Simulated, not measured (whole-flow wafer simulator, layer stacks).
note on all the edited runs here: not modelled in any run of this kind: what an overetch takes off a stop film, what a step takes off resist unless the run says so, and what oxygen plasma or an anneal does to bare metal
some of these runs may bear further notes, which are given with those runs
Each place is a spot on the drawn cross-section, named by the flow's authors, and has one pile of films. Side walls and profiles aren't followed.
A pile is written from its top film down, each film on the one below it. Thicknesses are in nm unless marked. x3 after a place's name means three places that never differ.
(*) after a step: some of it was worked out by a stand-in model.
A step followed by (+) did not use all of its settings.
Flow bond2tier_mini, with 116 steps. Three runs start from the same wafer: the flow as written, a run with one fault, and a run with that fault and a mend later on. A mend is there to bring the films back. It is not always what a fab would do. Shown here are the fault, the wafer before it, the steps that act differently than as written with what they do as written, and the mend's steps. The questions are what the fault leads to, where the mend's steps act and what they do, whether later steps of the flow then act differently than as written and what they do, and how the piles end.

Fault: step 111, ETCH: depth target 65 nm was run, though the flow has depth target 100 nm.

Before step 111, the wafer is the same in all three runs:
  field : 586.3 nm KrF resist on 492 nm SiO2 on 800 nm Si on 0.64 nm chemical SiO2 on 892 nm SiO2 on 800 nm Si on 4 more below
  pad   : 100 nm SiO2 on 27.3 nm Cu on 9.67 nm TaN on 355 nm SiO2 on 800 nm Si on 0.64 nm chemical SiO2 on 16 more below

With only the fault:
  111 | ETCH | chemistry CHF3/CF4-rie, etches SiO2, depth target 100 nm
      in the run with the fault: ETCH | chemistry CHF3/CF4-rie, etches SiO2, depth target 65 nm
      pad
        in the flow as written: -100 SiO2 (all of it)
        in the run with the fault: -65 SiO2
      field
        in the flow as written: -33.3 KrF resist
        in the run with the fault: -21.7 KrF resist
  Steps later in the flow that act otherwise than as written (1 more step, not shown, differs only slightly: by at most 2% or 0.5 nm, whichever is larger):
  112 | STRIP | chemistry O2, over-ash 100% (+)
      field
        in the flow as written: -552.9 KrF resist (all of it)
        in the run with the fault: -564.6 KrF resist (all of it)
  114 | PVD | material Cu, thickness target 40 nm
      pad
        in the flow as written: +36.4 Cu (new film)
        in the run with the fault: +37.6 Cu (new film)
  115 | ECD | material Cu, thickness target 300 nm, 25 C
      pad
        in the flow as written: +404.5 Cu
        in the run with the fault: +367.9 Cu
  By the end, the piles at pad depart from the flow's by more than 2% or 0.5 nm, whichever is larger.
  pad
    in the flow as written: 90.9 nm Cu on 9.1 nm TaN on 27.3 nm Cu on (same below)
    in the run with the fault: 55.6 nm Cu on 9.41 nm TaN on 35 nm SiO2 on 27.3 nm Cu on (same below)

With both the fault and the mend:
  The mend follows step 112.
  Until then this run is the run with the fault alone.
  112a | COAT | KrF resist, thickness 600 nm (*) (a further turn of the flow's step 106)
      field
        +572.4 KrF resist (new film)
      pad
        +628.7 KrF resist (new film)
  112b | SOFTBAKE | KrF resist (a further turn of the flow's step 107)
      leaves every film unchanged at each place that is followed
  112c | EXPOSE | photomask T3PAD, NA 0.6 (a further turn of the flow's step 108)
      leaves every film unchanged at each place that is followed
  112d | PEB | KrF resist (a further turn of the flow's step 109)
      leaves every film unchanged at each place that is followed
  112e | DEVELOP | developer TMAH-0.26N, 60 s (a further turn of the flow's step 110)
      field
        -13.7 KrF resist
      pad
        -628.7 KrF resist (all of it)
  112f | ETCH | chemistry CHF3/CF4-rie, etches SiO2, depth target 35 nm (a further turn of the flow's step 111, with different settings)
      field
        -11.7 KrF resist
      pad
        -35 SiO2 (all of it)
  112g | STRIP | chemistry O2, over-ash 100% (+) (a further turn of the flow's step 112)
      field
        -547 KrF resist (all of it)
  Later steps of the flow that are run all act as written at every place that is followed.
  The piles end the same as the flow's at every place that both follow.
